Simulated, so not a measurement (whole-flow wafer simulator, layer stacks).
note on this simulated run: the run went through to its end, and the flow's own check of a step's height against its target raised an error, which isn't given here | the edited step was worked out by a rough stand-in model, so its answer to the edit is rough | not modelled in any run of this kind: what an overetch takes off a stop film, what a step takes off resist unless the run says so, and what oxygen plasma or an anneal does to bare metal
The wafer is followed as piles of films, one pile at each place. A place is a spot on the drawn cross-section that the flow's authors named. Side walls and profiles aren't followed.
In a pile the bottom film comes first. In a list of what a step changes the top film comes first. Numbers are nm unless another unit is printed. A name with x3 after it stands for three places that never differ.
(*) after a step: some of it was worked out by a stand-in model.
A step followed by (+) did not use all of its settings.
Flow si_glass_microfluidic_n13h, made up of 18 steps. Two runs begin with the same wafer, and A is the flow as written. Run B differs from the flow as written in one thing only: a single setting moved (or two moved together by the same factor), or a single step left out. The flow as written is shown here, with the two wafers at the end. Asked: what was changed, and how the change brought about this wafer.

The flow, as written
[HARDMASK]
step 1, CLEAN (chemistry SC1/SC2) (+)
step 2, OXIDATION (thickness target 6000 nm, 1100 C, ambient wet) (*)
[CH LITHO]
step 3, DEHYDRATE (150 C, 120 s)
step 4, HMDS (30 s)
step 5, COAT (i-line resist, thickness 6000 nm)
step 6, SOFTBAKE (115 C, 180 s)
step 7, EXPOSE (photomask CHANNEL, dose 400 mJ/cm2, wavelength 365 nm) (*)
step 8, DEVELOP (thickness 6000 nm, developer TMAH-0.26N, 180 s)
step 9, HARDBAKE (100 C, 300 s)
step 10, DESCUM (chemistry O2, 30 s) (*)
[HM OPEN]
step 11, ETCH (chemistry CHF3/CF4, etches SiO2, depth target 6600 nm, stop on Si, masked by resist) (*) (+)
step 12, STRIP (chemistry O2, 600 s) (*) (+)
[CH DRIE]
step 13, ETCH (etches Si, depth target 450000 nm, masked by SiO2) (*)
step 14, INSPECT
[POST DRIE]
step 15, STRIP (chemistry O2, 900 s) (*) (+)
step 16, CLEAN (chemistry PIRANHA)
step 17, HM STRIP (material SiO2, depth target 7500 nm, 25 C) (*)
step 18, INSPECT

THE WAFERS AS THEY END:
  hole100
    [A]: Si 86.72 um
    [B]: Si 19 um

Cause: step 13, ETCH: depth target 517500 nm was run, though the flow has depth target 450000 nm.

The path from the change to this, step by step:
  step 13, ETCH (etches Si, depth target 450000 nm, masked by SiO2) (*)
      land: A SiO2 loses 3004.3 | B SiO2 loses 3455.7
      hole100: A chemical SiO2 loses 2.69 (all of it), Si loses 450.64 um | B chemical SiO2 loses 2.69 (all of it), Si loses 518.35 um
  step 17, HM STRIP (material SiO2, depth target 7500 nm, 25 C) (*)
      land: A SiO2 loses 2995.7 (all of it) | B SiO2 loses 2544.3 (all of it)
